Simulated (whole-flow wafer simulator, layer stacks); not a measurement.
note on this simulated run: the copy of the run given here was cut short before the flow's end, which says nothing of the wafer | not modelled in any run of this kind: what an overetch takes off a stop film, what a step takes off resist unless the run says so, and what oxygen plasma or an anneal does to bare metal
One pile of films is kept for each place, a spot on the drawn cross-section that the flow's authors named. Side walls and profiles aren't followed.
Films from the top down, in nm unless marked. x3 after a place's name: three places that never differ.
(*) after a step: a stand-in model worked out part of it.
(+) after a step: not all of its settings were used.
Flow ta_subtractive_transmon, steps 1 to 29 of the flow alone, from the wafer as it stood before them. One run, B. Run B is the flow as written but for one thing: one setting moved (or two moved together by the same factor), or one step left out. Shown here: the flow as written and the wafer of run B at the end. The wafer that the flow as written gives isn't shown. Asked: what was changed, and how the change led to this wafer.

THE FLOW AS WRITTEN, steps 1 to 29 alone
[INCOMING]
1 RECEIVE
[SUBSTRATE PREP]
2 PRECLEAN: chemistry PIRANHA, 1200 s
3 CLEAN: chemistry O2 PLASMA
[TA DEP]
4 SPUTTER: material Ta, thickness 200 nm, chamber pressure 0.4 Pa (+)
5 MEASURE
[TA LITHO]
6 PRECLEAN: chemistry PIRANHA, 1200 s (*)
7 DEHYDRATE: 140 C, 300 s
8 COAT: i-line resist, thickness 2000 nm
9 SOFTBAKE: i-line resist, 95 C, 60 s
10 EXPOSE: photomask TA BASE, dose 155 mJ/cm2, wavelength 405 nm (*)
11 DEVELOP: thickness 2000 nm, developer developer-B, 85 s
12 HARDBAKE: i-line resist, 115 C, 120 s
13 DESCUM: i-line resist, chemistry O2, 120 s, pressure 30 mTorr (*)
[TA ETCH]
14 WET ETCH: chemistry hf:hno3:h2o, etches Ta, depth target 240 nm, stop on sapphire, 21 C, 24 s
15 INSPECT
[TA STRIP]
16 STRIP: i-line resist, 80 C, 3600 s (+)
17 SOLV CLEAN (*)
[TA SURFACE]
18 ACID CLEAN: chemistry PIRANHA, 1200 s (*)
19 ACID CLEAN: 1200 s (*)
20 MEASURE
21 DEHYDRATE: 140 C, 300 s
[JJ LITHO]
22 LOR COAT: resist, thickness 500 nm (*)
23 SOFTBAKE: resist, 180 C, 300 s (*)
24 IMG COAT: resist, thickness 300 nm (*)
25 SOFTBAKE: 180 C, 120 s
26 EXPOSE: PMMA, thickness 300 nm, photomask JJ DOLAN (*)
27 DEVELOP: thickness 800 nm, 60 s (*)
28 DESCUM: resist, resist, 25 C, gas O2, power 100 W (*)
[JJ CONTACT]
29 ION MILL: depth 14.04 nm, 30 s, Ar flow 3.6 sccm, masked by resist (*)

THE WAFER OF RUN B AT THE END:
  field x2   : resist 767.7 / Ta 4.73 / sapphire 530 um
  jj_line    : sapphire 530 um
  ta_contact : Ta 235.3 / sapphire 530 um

The cause: step 4, SPUTTER: thickness 245 nm was run, where the flow has thickness 200 nm.

How the change led to this, step by step:
  4 SPUTTER: material Ta, thickness 200 nm, chamber pressure 0.4 Pa (+)
      field x2, jj_line, lead, ta_contact, ta_pad: Ta +245 (new film) (as written it would be: Ta +200 (new film))
  14 WET ETCH: chemistry hf:hno3:h2o, etches Ta, depth target 240 nm, stop on sapphire, 21 C, 24 s
      field x2, jj_line, lead: Ta -240 (as written it would be: Ta -200 (all of it))
  22 LOR COAT: resist, thickness 500 nm (*)
      ta_contact: resist +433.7 (new film) (as written it would be: resist +443.8 (new film))
  29 ION MILL: depth 14.04 nm, 30 s, Ar flow 3.6 sccm, masked by resist (*)
      jj_line, lead: Ta -4.73 (all of it), sapphire -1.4 (as written it would be: sapphire -2.8)
Counting metal films that touch as one body, field x2 has 1 body; the flow as written gives 0 bodies.
